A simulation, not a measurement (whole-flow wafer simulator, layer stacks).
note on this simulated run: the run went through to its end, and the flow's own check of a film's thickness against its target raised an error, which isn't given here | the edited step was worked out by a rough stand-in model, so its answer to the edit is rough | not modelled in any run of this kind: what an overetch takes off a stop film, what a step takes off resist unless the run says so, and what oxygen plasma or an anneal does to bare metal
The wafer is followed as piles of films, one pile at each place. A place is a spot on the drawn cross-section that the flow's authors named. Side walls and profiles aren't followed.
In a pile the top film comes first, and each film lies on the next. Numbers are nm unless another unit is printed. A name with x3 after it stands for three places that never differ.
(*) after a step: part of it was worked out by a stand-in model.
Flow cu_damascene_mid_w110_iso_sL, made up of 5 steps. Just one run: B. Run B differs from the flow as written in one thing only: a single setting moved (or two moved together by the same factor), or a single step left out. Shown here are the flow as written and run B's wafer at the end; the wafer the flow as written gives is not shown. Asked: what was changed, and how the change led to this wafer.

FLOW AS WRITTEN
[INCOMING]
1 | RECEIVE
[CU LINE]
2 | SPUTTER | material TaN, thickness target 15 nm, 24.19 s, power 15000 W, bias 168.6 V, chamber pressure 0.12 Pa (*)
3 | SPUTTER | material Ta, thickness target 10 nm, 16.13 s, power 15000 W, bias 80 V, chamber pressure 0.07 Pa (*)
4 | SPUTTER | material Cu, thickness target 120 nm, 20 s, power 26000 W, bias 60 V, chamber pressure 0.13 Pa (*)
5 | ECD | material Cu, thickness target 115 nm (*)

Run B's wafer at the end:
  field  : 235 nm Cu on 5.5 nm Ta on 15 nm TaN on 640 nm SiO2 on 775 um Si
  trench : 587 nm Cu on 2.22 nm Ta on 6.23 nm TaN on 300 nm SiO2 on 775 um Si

What caused this: step 3, SPUTTER: thickness target 5.5 nm was run, while the flow as written has thickness target 10 nm; step 3, SPUTTER: 8.87 s was run, where the flow has 16.13 s.
One can read it off the wafer: field has Ta 5.5, and step 3 as written asks for 10 nm.

How this came from the change, step by step:
  3 | SPUTTER | material Ta, thickness target 10 nm, 16.13 s, power 15000 W, bias 80 V, chamber pressure 0.07 Pa (*)
      field: +5.5 Ta (new film) (it would be, as written: +10 Ta (new film))
      trench: +2.22 Ta (new film) (it would be, as written: +4.05 Ta (new film))
